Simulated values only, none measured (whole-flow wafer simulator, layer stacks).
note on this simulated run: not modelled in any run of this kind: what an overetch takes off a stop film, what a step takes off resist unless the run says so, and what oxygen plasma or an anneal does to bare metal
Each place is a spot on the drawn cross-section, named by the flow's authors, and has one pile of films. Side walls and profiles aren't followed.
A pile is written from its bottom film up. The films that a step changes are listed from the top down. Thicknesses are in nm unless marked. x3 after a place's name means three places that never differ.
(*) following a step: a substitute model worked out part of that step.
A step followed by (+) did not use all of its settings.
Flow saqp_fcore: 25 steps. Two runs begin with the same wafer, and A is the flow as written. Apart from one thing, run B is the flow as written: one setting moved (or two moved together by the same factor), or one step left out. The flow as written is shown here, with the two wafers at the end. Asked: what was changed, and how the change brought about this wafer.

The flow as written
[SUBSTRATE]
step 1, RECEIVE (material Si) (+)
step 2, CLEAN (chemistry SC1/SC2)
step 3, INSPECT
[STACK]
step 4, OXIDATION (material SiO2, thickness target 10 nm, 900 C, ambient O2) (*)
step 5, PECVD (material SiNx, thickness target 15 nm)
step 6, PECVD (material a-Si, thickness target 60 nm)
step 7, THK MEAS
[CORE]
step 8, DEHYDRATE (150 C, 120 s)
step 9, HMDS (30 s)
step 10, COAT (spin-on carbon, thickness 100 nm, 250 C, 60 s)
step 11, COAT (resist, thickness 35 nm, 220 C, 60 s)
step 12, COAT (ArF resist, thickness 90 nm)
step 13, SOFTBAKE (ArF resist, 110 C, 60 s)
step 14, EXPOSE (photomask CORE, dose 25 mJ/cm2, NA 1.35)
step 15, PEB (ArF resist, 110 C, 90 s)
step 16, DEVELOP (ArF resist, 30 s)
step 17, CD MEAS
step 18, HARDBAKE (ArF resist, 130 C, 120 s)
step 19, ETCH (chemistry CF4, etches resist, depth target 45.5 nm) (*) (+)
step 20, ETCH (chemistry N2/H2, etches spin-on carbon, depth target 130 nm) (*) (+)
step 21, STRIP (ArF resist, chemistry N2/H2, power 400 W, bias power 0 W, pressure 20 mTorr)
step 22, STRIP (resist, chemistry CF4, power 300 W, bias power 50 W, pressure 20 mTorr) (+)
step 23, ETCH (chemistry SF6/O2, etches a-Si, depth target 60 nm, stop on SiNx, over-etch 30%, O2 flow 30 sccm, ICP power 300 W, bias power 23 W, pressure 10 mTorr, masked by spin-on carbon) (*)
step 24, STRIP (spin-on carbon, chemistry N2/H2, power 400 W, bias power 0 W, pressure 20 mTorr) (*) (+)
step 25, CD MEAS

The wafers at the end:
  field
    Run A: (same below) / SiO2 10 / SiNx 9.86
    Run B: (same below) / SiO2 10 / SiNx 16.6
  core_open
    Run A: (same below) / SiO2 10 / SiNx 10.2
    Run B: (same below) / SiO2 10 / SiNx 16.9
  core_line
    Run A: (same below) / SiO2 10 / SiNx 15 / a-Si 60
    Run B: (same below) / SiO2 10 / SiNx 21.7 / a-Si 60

What caused this: step 5, PECVD: thickness target 21.7 nm was run, whereas the flow has thickness target 15 nm.
One can read it off the wafer: core_line has SiNx 21.7, and step 5 as written asks for 15 nm.

Step by step, how the change led to this:
  step 5, PECVD (material SiNx, thickness target 15 nm)
      field, core_open, core_line: A +15 SiNx (new film) | B +21.7 SiNx (new film)
